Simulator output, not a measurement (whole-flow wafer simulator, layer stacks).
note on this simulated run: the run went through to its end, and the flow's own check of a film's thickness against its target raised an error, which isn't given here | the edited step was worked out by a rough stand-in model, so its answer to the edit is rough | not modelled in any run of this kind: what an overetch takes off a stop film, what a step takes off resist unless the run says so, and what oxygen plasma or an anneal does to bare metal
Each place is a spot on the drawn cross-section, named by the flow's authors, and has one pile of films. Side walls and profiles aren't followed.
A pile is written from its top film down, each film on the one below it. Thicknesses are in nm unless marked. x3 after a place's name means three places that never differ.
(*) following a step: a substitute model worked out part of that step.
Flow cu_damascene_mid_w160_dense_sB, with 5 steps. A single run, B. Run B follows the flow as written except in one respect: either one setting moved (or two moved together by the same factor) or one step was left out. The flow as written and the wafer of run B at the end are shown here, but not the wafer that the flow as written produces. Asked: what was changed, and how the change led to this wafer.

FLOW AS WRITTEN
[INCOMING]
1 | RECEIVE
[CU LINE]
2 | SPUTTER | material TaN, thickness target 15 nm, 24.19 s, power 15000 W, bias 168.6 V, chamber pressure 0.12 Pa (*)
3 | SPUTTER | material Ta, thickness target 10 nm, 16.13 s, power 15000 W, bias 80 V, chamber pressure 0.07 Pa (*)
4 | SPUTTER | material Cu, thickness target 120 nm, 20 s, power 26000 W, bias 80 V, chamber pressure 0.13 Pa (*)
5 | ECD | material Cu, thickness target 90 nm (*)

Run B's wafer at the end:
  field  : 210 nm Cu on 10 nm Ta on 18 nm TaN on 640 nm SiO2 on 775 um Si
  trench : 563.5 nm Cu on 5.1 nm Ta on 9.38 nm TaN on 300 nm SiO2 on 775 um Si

The reason: step 2, SPUTTER: thickness target 18 nm was run, whereas the flow has thickness target 15 nm; step 2, SPUTTER: 29.03 s was run, where the flow has 24.19 s.
One can read it off the wafer: field has TaN 18, and step 2 as written asks for 15 nm.

The path from the change to this, step by step:
  2 | SPUTTER | material TaN, thickness target 15 nm, 24.19 s, power 15000 W, bias 168.6 V, chamber pressure 0.12 Pa (*)
      field: TaN gains 18 (new film) (it would be, as written: TaN gains 15 (new film))
      trench: TaN gains 9.38 (new film) (it would be, as written: TaN gains 7.82 (new film))
